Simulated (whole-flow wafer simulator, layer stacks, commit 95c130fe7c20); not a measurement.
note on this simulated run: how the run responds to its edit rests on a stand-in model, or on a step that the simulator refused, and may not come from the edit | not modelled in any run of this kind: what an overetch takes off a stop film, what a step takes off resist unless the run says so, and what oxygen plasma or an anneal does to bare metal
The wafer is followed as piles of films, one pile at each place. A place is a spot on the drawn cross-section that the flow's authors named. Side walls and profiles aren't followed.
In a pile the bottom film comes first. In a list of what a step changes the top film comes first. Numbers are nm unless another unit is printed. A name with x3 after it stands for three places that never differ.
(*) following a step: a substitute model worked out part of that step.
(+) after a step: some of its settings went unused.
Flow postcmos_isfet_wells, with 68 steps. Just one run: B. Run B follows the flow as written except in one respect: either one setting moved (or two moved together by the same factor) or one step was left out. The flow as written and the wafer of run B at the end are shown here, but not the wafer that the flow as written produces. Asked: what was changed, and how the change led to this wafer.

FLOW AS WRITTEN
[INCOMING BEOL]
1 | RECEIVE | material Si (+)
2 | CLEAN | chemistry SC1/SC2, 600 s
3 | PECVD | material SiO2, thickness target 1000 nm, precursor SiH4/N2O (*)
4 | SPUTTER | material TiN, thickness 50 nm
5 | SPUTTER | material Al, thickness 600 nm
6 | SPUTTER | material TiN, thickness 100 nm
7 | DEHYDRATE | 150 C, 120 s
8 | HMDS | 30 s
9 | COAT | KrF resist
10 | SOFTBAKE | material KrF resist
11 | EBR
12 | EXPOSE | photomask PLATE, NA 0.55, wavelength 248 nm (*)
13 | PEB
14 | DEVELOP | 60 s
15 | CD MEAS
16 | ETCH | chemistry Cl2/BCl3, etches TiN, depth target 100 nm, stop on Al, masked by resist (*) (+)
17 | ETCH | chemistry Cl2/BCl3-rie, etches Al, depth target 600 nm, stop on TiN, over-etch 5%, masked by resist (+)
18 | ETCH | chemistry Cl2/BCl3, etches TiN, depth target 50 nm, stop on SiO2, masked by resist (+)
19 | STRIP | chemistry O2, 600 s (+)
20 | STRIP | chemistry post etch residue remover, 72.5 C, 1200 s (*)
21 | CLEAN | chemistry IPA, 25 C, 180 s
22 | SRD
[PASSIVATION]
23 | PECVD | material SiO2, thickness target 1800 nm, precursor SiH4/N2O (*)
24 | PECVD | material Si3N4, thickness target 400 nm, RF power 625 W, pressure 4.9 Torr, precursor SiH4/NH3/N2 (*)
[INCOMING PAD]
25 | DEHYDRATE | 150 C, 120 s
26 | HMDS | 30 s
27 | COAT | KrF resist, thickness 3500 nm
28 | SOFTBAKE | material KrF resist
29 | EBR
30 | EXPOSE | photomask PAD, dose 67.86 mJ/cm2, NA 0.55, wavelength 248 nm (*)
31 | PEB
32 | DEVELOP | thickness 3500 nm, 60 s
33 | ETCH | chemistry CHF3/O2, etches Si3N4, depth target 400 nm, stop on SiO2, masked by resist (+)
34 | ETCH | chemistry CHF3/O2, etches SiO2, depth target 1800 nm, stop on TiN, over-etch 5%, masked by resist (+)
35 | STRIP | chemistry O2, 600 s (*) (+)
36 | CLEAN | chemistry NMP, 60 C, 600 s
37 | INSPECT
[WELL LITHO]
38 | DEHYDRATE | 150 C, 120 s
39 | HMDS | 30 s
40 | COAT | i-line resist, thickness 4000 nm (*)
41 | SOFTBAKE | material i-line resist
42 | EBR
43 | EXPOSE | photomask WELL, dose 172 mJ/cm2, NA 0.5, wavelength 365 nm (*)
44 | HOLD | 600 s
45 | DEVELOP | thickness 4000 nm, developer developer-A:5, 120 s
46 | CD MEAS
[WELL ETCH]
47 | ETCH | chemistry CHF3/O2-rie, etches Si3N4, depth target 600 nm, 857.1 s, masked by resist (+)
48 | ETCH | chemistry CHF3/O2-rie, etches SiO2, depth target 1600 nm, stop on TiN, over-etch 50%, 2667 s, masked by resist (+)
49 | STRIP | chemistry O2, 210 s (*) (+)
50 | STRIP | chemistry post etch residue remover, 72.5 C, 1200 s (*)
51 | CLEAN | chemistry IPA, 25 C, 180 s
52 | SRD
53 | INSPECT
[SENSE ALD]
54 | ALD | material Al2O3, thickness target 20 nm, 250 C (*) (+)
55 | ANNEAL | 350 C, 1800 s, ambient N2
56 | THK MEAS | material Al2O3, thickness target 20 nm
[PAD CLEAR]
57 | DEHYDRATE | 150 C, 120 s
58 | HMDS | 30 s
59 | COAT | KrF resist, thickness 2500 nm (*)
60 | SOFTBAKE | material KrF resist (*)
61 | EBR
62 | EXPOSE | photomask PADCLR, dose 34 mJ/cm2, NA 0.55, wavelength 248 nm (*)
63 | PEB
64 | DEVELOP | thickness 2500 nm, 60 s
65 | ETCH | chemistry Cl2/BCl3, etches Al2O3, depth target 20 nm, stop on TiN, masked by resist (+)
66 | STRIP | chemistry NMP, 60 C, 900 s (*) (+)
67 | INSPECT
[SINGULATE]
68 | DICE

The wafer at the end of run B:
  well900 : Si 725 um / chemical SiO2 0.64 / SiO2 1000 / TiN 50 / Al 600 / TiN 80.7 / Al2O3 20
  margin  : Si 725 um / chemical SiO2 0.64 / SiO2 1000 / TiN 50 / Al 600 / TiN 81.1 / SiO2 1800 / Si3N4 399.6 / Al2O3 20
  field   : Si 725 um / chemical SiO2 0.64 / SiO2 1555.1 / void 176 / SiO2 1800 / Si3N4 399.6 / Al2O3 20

Cause: step 6, SPUTTER: thickness 81.52 nm was run, while the flow as written has thickness 100 nm.

Step by step, how the change led to this:
  6 | SPUTTER | material TiN, thickness 100 nm
      field, margin, well900 and 6 more: TiN gains 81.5 (new film) (it would be, as written: TiN gains 100 (new film))
  16 | ETCH | chemistry Cl2/BCl3, etches TiN, depth target 100 nm, stop on Al, masked by resist (*) (+)
      field: TiN loses 81.5 (all of it) (it would be, as written: TiN loses 100 (all of it))
  23 | PECVD | material SiO2, thickness target 1800 nm, precursor SiH4/N2O (*)
      field: SiO2 gains 1800 (new film), void gains 176 (new film), SiO2 gains 555.1 (it would be, as written: SiO2 gains 1800 (new film), void gains 189.9 (new film), SiO2 gains 559.7)
